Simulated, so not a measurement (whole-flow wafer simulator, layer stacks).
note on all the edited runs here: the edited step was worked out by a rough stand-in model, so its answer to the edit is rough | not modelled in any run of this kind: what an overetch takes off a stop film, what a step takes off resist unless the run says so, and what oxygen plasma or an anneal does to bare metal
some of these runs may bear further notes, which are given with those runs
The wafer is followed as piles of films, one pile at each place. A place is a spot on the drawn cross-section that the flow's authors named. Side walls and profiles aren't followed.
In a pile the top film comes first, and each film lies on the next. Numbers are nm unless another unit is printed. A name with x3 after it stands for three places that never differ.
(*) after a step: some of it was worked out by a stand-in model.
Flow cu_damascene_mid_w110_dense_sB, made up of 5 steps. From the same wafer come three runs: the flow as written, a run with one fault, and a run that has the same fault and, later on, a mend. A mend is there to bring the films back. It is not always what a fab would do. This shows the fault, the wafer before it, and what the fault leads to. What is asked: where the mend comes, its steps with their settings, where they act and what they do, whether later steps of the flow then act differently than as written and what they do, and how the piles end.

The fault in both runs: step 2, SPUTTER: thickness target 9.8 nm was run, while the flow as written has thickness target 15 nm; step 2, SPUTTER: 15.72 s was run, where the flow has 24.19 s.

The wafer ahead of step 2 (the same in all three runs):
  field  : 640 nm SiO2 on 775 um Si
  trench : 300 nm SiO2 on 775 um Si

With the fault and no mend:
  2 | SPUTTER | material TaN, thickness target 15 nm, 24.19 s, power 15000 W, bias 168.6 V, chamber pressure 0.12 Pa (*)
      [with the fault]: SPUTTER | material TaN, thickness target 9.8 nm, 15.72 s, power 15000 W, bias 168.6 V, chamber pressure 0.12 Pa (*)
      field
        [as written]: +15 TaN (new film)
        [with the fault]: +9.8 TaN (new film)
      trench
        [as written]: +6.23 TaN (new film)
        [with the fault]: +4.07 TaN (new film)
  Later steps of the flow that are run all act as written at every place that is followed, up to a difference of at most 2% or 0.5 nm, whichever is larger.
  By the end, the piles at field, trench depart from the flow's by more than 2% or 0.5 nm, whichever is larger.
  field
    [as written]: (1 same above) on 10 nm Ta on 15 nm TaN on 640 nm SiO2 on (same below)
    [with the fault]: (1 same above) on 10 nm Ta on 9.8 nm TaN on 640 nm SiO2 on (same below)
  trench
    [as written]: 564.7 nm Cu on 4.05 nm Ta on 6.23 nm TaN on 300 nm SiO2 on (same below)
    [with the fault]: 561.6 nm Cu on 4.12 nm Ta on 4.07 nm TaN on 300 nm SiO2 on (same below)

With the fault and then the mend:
  The mend follows step 2.
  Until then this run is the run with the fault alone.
  2a | SPUTTER | material TaN, thickness target 5.2 nm, 8.386 s, power 15000 W, bias 168.6 V, chamber pressure 0.12 Pa (*) (the flow's step 2 again, with other settings)
      field
        +5.2 TaN
      trench
        +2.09 TaN
  Later steps of the flow that are run all act as written at every place that is followed, up to a difference of at most 2% or 0.5 nm, whichever is larger.
  When the end is reached, the piles differ only a little from the flow's at the places that both follow, at most by 2% or 0.5 nm, whichever is larger.
